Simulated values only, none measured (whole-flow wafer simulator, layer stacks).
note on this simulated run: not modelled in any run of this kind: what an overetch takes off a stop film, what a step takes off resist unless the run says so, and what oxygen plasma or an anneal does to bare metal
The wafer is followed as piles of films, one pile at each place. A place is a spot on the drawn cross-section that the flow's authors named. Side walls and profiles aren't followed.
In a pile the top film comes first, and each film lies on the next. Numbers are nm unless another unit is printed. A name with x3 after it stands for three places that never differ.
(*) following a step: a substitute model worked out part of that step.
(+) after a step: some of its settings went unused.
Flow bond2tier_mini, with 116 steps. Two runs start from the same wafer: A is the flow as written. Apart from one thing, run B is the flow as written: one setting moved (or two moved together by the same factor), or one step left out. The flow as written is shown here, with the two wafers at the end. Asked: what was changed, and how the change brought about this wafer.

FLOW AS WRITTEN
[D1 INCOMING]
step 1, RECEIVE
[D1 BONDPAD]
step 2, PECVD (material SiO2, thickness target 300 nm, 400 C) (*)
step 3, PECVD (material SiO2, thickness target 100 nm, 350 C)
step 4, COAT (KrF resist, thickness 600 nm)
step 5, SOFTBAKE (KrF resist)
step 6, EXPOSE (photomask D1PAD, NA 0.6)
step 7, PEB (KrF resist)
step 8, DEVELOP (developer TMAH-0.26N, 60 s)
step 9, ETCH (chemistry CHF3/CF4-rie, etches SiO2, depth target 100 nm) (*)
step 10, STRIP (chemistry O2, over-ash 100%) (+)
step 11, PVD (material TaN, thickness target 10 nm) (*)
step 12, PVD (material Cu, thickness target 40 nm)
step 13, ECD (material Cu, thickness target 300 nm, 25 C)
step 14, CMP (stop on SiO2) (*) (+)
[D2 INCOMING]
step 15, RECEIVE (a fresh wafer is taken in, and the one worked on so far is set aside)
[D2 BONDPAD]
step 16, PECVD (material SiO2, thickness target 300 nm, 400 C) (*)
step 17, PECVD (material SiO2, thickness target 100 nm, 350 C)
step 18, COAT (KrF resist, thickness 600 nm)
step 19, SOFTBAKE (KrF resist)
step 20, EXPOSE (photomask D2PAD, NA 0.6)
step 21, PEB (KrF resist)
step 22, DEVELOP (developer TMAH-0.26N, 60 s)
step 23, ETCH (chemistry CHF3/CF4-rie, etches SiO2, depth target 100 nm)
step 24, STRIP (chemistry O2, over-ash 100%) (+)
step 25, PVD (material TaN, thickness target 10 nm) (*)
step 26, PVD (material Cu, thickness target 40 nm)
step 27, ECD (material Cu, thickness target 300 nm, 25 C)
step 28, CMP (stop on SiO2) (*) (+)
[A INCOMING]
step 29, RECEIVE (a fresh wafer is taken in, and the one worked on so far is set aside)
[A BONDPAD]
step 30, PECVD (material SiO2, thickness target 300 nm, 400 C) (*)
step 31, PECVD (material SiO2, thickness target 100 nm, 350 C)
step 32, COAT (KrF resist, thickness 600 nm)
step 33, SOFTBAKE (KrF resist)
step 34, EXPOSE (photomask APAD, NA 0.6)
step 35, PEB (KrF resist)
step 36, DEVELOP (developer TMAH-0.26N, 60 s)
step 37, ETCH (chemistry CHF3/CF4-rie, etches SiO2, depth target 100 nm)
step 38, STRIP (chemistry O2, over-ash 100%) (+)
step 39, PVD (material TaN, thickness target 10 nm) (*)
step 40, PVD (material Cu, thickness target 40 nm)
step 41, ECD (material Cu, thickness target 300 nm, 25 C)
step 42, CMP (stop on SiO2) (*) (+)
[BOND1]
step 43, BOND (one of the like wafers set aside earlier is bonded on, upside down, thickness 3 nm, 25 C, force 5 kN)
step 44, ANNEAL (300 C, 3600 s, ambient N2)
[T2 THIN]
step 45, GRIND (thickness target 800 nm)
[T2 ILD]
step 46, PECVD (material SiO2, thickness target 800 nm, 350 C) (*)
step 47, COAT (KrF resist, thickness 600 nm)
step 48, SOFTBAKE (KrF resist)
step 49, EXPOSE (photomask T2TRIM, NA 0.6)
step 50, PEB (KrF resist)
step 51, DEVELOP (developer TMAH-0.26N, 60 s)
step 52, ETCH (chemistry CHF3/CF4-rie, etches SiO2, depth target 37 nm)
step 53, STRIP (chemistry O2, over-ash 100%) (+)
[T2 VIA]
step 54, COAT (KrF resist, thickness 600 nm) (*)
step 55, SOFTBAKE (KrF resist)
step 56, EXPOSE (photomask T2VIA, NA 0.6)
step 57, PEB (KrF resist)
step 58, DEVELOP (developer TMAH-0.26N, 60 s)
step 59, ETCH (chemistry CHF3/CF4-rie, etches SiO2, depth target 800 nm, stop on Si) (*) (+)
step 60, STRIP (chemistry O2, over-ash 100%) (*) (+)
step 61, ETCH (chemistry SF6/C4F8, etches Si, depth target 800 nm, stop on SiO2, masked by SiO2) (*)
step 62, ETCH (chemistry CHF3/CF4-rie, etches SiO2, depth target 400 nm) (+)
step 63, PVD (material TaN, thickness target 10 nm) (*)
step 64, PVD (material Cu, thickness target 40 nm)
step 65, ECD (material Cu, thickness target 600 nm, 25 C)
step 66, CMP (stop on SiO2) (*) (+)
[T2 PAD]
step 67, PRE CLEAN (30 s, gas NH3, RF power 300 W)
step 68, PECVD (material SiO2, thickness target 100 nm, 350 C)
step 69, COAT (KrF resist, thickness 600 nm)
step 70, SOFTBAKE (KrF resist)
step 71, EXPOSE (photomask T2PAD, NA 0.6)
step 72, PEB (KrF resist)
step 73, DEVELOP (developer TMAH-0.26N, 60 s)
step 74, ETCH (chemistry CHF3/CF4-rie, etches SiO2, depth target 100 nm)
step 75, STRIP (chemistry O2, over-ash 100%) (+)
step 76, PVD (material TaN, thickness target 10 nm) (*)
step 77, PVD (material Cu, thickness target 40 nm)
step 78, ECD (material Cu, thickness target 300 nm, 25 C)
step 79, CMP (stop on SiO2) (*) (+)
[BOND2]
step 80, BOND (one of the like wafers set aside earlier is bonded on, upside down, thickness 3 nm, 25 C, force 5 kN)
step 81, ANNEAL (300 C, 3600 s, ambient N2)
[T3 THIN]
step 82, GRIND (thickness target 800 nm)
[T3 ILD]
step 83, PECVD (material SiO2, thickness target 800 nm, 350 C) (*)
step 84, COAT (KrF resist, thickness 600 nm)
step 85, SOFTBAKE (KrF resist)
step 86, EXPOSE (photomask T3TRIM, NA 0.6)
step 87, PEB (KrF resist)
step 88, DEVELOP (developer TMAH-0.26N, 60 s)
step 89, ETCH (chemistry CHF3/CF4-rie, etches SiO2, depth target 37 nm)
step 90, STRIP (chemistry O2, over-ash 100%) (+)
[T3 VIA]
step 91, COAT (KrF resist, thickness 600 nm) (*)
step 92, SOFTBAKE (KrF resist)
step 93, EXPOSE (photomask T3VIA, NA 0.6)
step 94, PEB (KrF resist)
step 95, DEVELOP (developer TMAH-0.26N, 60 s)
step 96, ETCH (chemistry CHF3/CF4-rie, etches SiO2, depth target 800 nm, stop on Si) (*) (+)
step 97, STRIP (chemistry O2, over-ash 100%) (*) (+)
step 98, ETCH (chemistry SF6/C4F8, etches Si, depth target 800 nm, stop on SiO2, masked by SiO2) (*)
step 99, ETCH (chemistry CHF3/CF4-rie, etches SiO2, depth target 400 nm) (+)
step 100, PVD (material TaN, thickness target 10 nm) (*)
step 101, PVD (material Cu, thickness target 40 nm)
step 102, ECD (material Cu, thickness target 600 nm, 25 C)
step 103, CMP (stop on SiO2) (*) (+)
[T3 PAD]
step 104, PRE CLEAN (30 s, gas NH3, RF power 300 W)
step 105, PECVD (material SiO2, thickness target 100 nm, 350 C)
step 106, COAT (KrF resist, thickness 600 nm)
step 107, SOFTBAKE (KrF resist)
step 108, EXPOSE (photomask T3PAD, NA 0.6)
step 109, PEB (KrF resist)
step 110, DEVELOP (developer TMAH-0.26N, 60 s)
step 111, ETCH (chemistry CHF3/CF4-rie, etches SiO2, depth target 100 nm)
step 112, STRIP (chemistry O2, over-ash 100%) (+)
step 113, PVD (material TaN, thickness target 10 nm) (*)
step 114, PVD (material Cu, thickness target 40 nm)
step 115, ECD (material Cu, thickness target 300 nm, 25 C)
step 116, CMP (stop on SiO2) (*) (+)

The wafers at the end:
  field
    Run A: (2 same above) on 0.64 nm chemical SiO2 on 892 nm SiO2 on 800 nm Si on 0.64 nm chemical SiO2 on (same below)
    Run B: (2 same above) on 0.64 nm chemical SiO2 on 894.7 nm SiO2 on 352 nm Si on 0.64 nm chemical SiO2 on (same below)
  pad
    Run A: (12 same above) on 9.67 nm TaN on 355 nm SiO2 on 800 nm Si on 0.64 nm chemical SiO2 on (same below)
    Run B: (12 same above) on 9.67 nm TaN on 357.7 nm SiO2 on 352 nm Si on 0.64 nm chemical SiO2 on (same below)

What caused this: step 45, GRIND: thickness target 352 nm was run, though the flow has thickness target 800 nm.
One can read it off the wafer: field has Si 352, and step 45 as written asks for 800 nm.

Step by step, how the change led to this:
  step 45, GRIND (thickness target 800 nm)
      field, pad, via: A -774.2 um Si | B -774.65 um Si
  step 61, ETCH (chemistry SF6/C4F8, etches Si, depth target 800 nm, stop on SiO2, masked by SiO2) (*)
      field, pad: A -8 SiO2 | B -5.28 SiO2
